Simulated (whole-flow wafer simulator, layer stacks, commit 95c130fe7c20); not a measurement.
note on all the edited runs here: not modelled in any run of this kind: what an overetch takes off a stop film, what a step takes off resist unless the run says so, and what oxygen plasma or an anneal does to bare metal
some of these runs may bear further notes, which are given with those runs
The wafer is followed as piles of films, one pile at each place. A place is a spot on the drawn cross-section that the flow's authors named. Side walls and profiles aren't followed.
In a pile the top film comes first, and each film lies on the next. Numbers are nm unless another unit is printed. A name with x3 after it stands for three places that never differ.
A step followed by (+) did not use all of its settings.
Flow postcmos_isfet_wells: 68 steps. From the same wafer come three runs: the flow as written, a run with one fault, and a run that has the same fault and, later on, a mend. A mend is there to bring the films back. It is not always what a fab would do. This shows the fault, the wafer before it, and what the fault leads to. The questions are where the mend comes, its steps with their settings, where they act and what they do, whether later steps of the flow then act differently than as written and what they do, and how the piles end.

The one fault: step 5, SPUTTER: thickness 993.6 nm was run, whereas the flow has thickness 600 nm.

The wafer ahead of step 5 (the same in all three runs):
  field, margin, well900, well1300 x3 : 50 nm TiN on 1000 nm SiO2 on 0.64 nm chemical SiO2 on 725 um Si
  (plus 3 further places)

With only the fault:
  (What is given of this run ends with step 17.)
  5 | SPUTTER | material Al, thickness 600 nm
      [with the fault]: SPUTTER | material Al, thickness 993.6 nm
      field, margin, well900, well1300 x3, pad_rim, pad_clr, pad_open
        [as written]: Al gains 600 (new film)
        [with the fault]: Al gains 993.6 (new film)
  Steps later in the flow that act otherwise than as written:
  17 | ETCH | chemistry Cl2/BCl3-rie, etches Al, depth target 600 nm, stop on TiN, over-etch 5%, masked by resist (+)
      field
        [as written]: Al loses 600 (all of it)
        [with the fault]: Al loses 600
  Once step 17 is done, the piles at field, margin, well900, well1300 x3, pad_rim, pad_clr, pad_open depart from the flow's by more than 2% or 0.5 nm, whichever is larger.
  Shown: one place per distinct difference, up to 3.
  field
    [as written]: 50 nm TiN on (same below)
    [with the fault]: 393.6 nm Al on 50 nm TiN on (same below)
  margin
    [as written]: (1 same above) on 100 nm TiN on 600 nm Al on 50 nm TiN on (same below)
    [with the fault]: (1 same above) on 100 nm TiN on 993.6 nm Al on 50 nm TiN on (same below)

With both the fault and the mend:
  The mend stands after step 5.
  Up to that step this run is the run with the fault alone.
  5a | ETCH | chemistry al pan, depth target 1143 nm
      field, margin, well900, well1300 x3, pad_rim, pad_clr, pad_open
        Al loses 993.6 (all of it)
  5b | SPUTTER | material Al, thickness 600 nm (the flow's step 5 again)
      field, margin, well900, well1300 x3, pad_rim, pad_clr, pad_open
        Al gains 600 (new film)
  None of the later steps of the flow acts differently than as written at any place that is followed.
  By the end, the piles equal the flow's at every place that both follow.
